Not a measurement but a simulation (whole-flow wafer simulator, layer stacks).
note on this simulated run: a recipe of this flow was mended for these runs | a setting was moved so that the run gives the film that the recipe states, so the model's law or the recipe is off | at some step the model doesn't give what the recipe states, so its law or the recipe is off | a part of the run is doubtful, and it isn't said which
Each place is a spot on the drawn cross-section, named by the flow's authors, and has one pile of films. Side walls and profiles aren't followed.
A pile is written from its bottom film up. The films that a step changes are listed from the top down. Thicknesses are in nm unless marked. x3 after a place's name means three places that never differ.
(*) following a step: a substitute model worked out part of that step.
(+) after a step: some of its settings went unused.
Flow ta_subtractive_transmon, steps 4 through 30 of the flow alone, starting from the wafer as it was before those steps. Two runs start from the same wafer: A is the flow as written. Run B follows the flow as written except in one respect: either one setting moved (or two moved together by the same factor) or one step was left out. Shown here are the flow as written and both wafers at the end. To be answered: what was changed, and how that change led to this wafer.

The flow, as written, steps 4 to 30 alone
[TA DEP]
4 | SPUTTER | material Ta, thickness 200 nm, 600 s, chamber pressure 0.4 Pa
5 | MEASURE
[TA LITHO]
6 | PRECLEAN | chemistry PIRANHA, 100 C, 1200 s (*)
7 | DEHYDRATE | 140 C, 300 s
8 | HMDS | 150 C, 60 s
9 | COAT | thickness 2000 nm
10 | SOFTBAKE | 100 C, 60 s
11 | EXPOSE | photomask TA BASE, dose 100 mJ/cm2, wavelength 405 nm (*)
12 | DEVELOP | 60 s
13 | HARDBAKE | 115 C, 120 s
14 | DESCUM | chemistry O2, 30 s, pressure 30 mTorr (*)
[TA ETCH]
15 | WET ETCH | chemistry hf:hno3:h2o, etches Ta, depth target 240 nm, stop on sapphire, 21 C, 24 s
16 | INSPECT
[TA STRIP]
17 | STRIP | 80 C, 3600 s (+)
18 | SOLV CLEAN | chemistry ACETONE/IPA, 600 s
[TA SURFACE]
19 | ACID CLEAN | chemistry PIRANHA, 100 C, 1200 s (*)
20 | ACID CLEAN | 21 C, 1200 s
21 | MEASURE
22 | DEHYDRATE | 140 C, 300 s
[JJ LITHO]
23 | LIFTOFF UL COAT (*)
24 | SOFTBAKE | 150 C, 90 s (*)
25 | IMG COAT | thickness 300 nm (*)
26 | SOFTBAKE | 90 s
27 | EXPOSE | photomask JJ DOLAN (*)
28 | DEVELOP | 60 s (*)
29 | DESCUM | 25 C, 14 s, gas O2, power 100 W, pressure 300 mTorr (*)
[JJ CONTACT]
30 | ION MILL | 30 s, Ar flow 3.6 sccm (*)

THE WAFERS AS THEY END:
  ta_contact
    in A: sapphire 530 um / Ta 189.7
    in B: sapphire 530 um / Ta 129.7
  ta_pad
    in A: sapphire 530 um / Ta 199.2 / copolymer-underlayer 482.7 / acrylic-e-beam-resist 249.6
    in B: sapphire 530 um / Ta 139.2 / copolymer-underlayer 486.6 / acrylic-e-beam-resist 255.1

The reason: step 4, SPUTTER: thickness 140 nm was run, though the flow has thickness 200 nm; step 4, SPUTTER: 420 s was run, where the flow has 600 s.

The path from the change to this, step by step:
  4 | SPUTTER | material Ta, thickness 200 nm, 600 s, chamber pressure 0.4 Pa
      field x2, jj_line, lead, ta_contact, ta_pad: A +200 Ta (new film) | B +140 Ta (new film)
  15 | WET ETCH | chemistry hf:hno3:h2o, etches Ta, depth target 240 nm, stop on sapphire, 21 C, 24 s
      field x2, jj_line, lead: A -199.7 Ta (all of it) | B -139.7 Ta (all of it)
  23 | LIFTOFF UL COAT (*)
      lead: A +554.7 copolymer-underlayer (new film) | B +539 copolymer-underlayer (new film)
      ta_contact: A +443.9 copolymer-underlayer (new film) | B +459.7 copolymer-underlayer (new film)
  28 | DEVELOP | 60 s (*)
      lead: A -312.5 acrylic-e-beam-resist (all of it), -554.7 copolymer-underlayer (all of it) | B -308.7 acrylic-e-beam-resist (all of it), -539 copolymer-underlayer (all of it)
      ta_contact: A -287.5 acrylic-e-beam-resist (all of it), -443.9 copolymer-underlayer (all of it) | B -291.4 acrylic-e-beam-resist (all of it), -459.7 copolymer-underlayer (all of it)
